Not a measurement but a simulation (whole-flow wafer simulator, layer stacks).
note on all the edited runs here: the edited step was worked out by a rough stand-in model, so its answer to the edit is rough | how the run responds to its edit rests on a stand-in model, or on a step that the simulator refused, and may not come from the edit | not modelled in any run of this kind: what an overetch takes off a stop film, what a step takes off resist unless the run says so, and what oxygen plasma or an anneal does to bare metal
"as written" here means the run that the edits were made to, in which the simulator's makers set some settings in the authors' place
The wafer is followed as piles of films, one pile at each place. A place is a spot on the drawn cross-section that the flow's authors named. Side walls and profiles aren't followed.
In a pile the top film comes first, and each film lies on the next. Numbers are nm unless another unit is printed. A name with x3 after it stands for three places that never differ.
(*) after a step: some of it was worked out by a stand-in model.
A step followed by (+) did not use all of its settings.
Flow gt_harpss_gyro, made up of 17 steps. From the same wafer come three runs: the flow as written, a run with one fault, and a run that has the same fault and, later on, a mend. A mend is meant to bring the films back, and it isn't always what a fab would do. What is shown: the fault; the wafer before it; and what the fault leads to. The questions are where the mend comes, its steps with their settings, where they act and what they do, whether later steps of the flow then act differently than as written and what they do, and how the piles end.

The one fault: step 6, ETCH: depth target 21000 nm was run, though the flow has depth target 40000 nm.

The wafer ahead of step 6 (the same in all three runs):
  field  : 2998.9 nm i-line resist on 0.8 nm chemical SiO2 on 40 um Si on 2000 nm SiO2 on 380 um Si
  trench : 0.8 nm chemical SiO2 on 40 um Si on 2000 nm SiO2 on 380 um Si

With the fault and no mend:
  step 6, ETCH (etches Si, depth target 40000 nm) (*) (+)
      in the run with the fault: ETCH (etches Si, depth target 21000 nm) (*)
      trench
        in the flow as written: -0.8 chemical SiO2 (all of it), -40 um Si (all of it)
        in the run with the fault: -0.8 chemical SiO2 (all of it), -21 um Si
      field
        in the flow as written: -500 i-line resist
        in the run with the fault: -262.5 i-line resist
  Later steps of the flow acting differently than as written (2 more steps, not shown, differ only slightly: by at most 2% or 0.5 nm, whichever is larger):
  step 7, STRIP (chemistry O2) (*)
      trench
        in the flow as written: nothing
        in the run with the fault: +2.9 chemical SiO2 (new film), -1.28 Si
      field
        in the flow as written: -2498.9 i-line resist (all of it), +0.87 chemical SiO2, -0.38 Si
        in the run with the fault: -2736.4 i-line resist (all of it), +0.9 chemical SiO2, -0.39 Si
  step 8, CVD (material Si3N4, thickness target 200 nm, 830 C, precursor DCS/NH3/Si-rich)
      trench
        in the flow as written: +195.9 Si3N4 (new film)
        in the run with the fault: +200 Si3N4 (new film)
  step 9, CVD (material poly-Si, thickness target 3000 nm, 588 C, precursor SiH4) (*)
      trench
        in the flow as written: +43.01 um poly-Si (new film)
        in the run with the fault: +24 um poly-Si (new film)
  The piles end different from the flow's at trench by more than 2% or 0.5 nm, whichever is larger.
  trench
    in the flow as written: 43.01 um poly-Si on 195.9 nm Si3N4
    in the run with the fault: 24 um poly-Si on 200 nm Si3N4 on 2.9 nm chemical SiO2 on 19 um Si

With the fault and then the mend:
  The mend follows step 6.
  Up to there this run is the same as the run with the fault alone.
  step 6a, ETCH (etches Si, depth target 19000 nm) (*) (+) (a further turn of the flow's step 6, with different settings)
      field
        -237.5 i-line resist
      trench
        -19 um Si (all of it)
  Later steps of the flow that are run all act as written at every place that is followed.
  At every place that both follow, the piles at the end match the flow's.
